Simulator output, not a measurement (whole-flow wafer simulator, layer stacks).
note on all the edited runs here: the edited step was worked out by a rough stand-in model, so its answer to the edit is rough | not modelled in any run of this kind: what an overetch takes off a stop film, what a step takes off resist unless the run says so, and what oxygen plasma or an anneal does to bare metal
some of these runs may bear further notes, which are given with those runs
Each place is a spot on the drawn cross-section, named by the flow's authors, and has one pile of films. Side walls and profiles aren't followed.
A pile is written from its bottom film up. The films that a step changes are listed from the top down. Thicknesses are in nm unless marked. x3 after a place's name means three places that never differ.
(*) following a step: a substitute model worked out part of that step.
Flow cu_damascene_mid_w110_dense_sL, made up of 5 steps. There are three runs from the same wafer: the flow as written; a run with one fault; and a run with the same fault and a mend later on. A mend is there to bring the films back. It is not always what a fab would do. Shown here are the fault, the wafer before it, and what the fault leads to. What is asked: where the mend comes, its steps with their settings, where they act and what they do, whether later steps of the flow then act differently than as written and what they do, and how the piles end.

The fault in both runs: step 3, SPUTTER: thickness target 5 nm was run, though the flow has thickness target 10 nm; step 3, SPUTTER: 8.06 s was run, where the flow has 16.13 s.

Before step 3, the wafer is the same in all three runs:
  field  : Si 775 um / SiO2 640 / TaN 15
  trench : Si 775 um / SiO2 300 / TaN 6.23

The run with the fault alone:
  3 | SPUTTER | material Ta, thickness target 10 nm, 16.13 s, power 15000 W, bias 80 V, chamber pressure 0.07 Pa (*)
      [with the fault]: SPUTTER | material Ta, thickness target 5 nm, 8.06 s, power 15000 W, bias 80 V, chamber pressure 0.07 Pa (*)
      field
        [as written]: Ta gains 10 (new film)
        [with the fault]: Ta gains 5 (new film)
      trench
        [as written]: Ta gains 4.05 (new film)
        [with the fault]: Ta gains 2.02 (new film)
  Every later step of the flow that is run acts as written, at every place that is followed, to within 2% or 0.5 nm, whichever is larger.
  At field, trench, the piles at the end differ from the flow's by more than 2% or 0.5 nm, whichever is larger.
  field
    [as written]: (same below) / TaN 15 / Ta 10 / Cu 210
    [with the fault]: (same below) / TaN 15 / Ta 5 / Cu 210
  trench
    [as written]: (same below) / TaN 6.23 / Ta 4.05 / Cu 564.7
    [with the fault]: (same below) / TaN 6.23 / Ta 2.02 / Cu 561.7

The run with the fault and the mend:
  The mend stands after step 3.
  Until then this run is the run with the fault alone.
  3a | SPUTTER | material Ta, thickness target 5 nm, 8.065 s, power 15000 W, bias 80 V, chamber pressure 0.07 Pa (*) (the flow's step 3, run once more with other settings)
      field
        Ta gains 5
      trench
        Ta gains 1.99
  Every later step of the flow that is run acts as written at every place that is followed.
  At the end the piles are close to the flow's at the places that both follow, differing by at most 2% or 0.5 nm, whichever is larger.
